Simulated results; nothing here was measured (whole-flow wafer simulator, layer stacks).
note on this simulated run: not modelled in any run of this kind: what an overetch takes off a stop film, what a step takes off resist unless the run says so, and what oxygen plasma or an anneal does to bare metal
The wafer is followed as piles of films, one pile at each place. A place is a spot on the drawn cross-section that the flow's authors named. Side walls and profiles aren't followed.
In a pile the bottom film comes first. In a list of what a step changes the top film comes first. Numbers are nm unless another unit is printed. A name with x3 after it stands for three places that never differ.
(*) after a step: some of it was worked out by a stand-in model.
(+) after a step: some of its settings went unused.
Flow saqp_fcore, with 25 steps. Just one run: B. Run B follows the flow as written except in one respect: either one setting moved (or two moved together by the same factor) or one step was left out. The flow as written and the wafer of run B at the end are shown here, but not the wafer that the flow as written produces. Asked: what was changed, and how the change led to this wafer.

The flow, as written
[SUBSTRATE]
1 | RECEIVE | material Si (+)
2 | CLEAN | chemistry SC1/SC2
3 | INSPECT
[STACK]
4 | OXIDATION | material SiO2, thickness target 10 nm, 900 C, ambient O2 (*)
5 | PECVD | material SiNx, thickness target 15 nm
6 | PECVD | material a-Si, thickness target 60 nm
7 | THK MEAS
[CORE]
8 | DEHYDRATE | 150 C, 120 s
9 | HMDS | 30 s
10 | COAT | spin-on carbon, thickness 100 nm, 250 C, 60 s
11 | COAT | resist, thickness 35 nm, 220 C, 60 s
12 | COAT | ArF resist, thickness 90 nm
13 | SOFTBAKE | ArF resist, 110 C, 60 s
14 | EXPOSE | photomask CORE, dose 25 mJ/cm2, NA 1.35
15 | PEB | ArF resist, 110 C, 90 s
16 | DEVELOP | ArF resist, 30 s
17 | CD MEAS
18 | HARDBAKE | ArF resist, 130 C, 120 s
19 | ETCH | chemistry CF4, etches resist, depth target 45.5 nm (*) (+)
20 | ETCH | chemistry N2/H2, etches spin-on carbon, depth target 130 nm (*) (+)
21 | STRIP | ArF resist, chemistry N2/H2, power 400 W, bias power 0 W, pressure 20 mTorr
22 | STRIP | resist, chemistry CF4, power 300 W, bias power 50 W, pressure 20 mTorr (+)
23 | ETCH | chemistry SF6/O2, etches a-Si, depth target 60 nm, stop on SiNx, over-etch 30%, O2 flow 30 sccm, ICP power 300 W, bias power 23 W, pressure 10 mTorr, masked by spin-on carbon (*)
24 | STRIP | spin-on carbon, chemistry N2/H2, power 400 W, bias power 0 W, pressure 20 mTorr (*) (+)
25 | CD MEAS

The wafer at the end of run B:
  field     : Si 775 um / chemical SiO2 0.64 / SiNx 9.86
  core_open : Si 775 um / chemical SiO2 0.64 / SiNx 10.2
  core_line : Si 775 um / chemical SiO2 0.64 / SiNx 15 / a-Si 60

Cause: step 4, OXIDATION: material SiO2, thickness target 10 nm, 900 C, ambient O2 (*), was not run.

Step by step, how the change led to this:
  (no step that both runs have acts differently)
